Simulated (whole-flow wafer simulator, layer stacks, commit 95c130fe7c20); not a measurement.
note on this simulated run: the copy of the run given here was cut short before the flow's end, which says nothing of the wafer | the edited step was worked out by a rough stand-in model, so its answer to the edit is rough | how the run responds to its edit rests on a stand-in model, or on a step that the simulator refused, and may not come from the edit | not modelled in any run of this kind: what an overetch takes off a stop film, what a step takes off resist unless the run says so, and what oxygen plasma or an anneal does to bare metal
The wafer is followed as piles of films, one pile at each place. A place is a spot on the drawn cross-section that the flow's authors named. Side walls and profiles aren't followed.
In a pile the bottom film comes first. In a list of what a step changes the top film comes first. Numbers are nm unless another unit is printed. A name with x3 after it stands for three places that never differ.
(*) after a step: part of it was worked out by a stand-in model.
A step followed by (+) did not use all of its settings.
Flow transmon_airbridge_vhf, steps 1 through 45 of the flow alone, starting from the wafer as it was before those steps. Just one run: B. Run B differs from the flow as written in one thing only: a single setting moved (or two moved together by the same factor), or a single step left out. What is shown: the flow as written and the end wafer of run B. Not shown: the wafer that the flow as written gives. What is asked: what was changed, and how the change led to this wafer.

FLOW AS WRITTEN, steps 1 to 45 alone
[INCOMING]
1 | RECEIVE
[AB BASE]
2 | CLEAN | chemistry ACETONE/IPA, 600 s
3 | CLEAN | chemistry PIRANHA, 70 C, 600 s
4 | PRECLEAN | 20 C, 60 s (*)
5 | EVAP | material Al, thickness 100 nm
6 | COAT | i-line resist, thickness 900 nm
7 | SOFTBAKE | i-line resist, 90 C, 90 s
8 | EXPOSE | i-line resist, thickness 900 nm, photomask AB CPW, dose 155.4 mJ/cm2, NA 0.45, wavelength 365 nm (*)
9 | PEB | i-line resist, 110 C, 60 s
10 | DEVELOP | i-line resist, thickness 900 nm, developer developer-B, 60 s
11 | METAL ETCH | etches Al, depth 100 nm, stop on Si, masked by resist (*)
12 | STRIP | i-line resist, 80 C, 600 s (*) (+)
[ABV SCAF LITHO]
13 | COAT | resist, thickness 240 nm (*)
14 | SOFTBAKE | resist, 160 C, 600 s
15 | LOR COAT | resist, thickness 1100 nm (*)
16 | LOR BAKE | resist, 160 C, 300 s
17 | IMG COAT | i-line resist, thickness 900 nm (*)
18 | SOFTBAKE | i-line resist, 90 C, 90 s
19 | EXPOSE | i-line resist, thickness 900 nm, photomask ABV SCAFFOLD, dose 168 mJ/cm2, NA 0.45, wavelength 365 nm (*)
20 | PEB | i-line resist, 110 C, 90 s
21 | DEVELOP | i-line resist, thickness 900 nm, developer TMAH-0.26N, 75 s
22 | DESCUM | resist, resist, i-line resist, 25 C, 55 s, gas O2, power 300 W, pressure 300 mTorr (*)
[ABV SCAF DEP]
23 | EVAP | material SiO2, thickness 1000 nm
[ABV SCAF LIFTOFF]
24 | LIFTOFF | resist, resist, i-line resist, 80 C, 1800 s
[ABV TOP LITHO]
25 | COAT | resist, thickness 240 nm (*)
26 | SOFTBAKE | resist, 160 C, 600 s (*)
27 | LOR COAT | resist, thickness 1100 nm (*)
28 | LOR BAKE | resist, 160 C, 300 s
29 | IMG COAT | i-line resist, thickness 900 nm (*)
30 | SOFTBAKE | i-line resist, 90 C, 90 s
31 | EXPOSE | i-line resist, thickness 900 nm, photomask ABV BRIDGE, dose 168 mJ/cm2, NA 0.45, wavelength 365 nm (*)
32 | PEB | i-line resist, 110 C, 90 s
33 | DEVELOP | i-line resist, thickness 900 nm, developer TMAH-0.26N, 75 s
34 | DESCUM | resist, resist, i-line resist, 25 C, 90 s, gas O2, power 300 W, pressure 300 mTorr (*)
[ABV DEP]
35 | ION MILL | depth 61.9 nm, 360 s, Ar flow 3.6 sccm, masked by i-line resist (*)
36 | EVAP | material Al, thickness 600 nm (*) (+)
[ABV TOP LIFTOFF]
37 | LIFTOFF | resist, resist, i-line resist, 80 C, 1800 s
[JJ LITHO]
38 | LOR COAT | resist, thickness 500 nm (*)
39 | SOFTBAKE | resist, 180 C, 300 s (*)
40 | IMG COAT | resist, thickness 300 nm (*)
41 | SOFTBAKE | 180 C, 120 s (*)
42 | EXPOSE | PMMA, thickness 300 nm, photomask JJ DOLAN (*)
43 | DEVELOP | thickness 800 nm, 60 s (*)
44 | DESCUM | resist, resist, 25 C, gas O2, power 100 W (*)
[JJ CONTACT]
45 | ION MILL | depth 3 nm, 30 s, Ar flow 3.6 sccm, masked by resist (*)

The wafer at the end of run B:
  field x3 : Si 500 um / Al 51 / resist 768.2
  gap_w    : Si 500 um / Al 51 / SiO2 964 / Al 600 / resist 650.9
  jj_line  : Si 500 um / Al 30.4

The reason: step 11, METAL ETCH: depth 49 nm was run, whereas the flow has depth 100 nm.

Step by step, how the change led to this:
  11 | METAL ETCH | etches Al, depth 100 nm, stop on Si, masked by resist (*)
      field x3, jj_line, gap_w, gap_e: Al loses 49 (as written it would have been: Al loses 100 (all of it))
      ground_far, pad_w, flank_w and 8 more: i-line resist loses 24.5 (as written it would have been: i-line resist loses 50)
  12 | STRIP | i-line resist, 80 C, 600 s (*) (+)
      ground_far, pad_w, flank_w and 8 more: i-line resist loses 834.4 (all of it) (as written it would have been: i-line resist loses 808.9 (all of it))
  13 | COAT | resist, thickness 240 nm (*)
      flank_w, flank_e: resist gains 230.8 (new film) (as written it would have been: resist gains 222.3 (new film))
      gap_w, gap_e: resist gains 246 (new film) (as written it would have been: resist gains 251.7 (new film))
  22 | DESCUM | resist, resist, i-line resist, 25 C, 55 s, gas O2, power 300 W, pressure 300 mTorr (*)
      flank_w, flank_e: resist loses 230.8 (all of it) (as written it would have been: resist loses 222.3 (all of it))
      gap_w, gap_e: resist loses 246 (all of it) (as written it would have been: resist loses 251.7 (all of it))
  25 | COAT | resist, thickness 240 nm (*)
      flank_w, flank_e: resist gains 158.8 (new film) (as written it would have been: resist gains 152.6 (new film))
      gap_w, gap_e: resist gains 205.2 (new film) (as written it would have been: resist gains 210.7 (new film))
  32 | PEB | i-line resist, 110 C, 90 s
      gap_w, gap_e: i-line resist loses 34 (as written it would have been: i-line resist loses 34.7)
  34 | DESCUM | resist, resist, i-line resist, 25 C, 90 s, gas O2, power 300 W, pressure 300 mTorr (*)
      flank_w, flank_e: resist loses 158.8 (all of it) (as written it would have been: resist loses 152.6 (all of it))
      gap_w, gap_e: resist loses 205.2 (all of it) (as written it would have been: resist loses 210.7 (all of it))
  40 | IMG COAT | resist, thickness 300 nm (*)
      flank_w, flank_e: resist gains 219.4 (as written it would have been: resist gains 212.1)
  45 | ION MILL | depth 3 nm, 30 s, Ar flow 3.6 sccm, masked by resist (*)
      jj_line: Al loses 20.6 (as written it would have been: Si loses 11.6)
If metal films that touch count as one body, field x3 has 1 body; the flow as written gives 0 bodies.
If metal films that touch count as one body, gap_w has 2 bodies (between them, from the top down: SiO2 964); the flow as written gives 1 body.
If metal films that touch count as one body, jj_line has 1 body; the flow as written gives 0 bodies.
